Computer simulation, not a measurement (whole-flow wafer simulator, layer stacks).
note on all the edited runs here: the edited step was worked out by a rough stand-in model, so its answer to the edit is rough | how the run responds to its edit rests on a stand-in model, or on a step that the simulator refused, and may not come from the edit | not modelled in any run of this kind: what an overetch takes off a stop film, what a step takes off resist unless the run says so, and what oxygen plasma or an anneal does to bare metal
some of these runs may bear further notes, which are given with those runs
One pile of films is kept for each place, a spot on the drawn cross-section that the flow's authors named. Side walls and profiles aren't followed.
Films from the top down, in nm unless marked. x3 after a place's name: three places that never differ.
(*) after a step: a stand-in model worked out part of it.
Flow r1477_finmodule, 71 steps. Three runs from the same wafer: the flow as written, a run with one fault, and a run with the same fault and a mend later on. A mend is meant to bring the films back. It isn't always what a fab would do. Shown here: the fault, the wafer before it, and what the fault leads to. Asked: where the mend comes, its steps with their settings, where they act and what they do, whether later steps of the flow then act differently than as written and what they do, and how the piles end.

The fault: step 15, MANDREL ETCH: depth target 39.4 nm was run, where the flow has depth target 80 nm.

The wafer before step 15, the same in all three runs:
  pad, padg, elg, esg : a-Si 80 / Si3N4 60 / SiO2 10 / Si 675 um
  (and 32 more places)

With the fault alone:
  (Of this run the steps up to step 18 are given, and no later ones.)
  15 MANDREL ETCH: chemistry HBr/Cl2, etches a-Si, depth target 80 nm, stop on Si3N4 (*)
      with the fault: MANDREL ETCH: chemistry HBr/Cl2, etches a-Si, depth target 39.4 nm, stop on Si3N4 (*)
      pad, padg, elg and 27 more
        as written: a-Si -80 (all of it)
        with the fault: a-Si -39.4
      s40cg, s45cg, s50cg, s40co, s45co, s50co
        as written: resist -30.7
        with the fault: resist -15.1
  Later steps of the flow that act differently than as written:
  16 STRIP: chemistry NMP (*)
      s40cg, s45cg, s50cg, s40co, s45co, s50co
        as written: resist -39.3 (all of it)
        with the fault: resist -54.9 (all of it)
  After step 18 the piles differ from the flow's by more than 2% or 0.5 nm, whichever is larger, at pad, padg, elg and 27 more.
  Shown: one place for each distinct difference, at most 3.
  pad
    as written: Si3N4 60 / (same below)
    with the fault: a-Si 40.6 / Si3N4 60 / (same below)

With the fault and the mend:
  The mend comes after step 15.
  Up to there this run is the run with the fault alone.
  15a MANDREL ETCH: chemistry HBr/Cl2, etches a-Si, depth target 40.6 nm, stop on Si3N4 (*) (the flow's step 15 once more, with other settings)
      pad, padg, elg and 27 more
        a-Si -40.6 (all of it)
      s40cg, s45cg, s50cg, s40co, s45co, s50co
        resist -15.6
  No later step of the flow acts differently than as written at any place that is followed.
  At the end the piles are the same as the flow's at every place that both follow.
